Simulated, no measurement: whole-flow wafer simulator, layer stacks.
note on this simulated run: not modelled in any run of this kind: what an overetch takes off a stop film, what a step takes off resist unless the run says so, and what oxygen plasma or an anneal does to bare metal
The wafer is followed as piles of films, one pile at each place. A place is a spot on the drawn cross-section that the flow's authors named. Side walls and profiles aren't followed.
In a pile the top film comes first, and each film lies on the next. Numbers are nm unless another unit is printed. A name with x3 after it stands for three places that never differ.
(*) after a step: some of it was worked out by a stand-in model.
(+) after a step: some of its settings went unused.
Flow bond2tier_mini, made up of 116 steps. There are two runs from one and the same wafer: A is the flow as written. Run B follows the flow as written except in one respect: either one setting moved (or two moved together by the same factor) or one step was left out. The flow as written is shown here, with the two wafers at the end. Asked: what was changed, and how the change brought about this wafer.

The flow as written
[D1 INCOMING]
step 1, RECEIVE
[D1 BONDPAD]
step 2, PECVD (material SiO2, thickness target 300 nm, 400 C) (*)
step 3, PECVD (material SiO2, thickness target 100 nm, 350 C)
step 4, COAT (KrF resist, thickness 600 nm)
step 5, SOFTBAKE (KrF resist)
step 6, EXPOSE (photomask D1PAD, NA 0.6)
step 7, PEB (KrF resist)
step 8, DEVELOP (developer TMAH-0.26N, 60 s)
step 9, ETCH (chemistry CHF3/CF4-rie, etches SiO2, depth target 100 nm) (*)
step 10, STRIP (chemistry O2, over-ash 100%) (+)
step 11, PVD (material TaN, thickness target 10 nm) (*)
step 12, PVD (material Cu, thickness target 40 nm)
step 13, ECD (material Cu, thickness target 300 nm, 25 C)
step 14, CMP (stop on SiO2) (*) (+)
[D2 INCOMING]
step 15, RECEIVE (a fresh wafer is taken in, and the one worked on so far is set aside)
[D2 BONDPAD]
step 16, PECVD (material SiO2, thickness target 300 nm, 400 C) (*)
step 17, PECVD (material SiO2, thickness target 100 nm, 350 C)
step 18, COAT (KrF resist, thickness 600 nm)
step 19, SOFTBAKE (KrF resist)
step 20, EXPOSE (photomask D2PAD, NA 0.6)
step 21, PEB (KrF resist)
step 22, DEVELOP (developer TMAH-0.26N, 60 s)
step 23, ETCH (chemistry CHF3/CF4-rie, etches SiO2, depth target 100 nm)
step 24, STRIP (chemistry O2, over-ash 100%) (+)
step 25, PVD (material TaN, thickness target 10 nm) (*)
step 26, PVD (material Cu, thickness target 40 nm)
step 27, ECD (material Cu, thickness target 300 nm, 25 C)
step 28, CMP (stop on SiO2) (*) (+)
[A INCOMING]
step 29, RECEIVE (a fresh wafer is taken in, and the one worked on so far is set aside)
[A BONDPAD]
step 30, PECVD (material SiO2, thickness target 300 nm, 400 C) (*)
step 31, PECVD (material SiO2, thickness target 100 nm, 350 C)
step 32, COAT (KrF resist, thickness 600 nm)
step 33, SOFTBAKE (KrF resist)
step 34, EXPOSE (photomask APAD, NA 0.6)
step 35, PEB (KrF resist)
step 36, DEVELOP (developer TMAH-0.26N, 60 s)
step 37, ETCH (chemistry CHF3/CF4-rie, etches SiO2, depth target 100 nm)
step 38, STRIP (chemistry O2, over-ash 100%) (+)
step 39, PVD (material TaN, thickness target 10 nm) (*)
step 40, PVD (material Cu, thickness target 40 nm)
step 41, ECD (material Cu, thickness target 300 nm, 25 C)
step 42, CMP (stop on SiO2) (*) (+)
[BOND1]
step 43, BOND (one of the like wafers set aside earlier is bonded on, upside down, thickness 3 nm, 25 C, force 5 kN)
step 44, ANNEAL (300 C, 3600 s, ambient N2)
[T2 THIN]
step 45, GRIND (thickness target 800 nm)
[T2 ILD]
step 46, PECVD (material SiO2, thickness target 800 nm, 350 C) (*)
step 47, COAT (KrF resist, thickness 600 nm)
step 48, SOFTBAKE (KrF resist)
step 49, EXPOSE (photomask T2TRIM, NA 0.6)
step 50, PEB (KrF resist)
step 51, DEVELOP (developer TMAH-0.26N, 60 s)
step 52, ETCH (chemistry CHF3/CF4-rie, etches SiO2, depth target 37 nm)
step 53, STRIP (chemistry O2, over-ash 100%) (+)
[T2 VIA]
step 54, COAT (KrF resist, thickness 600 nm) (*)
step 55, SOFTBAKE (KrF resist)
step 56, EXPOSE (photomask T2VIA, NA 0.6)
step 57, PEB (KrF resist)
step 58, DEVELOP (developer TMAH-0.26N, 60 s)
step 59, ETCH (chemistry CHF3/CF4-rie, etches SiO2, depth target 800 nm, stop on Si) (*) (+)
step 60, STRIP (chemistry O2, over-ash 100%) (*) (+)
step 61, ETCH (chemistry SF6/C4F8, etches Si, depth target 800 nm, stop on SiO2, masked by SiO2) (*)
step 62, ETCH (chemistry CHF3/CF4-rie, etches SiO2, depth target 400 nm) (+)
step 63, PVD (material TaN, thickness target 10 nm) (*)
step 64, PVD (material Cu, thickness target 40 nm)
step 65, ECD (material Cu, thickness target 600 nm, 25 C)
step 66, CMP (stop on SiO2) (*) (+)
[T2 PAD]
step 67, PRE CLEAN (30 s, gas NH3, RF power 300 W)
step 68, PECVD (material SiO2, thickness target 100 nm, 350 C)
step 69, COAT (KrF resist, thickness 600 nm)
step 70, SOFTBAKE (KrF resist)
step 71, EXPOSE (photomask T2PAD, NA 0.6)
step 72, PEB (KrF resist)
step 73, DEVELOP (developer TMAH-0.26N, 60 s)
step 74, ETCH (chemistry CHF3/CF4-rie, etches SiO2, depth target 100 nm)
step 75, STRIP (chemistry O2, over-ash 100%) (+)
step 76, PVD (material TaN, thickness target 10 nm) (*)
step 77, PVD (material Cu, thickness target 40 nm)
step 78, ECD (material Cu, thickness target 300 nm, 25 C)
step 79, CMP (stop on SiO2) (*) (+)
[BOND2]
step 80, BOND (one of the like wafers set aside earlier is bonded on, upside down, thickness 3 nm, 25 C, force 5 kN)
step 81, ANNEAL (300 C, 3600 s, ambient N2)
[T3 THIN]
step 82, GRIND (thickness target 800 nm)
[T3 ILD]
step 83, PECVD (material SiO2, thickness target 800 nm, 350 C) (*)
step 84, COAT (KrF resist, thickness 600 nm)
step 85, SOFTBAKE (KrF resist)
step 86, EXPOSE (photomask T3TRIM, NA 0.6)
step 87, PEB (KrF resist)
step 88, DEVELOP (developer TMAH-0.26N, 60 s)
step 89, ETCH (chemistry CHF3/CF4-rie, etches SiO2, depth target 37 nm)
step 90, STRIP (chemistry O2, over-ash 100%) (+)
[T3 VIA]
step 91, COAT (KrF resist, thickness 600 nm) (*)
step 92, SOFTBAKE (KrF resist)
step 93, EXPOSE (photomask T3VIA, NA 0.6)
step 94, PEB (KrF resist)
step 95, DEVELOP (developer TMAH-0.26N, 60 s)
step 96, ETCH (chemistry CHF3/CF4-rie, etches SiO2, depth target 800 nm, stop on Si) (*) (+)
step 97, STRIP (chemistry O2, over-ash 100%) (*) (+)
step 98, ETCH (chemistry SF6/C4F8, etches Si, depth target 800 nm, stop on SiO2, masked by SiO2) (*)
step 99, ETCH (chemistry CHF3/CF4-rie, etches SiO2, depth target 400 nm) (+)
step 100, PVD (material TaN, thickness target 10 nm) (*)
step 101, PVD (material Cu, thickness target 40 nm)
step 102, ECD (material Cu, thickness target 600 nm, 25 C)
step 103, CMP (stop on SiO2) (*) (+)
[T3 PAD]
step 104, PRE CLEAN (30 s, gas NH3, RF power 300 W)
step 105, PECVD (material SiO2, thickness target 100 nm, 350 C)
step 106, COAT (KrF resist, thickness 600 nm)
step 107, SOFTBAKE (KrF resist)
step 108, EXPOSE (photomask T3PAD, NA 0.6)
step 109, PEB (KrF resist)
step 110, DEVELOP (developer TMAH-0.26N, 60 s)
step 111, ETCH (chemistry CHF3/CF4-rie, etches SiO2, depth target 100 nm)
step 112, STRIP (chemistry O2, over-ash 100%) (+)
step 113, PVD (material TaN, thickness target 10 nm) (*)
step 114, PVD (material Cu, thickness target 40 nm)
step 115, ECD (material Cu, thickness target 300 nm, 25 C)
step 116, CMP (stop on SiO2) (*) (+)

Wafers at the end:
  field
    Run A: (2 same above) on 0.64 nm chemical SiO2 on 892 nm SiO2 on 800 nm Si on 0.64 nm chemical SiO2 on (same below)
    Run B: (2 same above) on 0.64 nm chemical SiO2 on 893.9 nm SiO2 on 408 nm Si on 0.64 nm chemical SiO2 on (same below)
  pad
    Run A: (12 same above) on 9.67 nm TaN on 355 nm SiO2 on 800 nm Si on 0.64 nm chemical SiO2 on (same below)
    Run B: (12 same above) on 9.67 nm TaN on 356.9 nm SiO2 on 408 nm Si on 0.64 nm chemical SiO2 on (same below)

Cause: step 45, GRIND: thickness target 408 nm was run, whereas the flow has thickness target 800 nm.
The wafer itself shows it: field has Si 408, and step 45 as written asks for 800 nm.

Step by step, how the change led to this:
  step 45, GRIND (thickness target 800 nm)
      field, pad, via: A -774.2 um Si | B -774.59 um Si
  step 61, ETCH (chemistry SF6/C4F8, etches Si, depth target 800 nm, stop on SiO2, masked by SiO2) (*)
      field, pad: A -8 SiO2 | B -6.12 SiO2
